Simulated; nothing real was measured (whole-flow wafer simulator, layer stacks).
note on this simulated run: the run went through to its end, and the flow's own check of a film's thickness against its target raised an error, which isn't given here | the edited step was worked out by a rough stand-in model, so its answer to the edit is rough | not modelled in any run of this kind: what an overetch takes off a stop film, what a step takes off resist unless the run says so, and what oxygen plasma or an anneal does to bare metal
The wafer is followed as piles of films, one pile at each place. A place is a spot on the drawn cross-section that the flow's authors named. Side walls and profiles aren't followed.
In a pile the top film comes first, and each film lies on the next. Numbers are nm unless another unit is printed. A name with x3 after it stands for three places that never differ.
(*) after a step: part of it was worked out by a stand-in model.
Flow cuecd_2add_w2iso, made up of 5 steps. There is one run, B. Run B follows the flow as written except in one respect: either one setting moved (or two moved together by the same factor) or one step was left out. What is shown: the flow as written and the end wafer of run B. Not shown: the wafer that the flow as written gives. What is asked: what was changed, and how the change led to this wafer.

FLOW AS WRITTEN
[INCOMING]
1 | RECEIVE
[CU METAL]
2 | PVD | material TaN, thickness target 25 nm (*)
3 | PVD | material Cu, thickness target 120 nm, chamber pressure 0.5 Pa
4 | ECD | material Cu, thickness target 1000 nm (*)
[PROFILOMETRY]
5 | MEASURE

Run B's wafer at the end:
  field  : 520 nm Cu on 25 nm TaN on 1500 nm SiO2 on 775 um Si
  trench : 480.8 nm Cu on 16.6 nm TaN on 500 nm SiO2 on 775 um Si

Cause: step 4, ECD: thickness target 400 nm was run, whereas the flow has thickness target 1000 nm.

Step by step, how the change led to this:
  4 | ECD | material Cu, thickness target 1000 nm (*)
      field: +400 Cu (in the flow as written it would be: +1000 Cu)
      trench: +400 Cu (in the flow as written it would be: +2047.6 Cu)
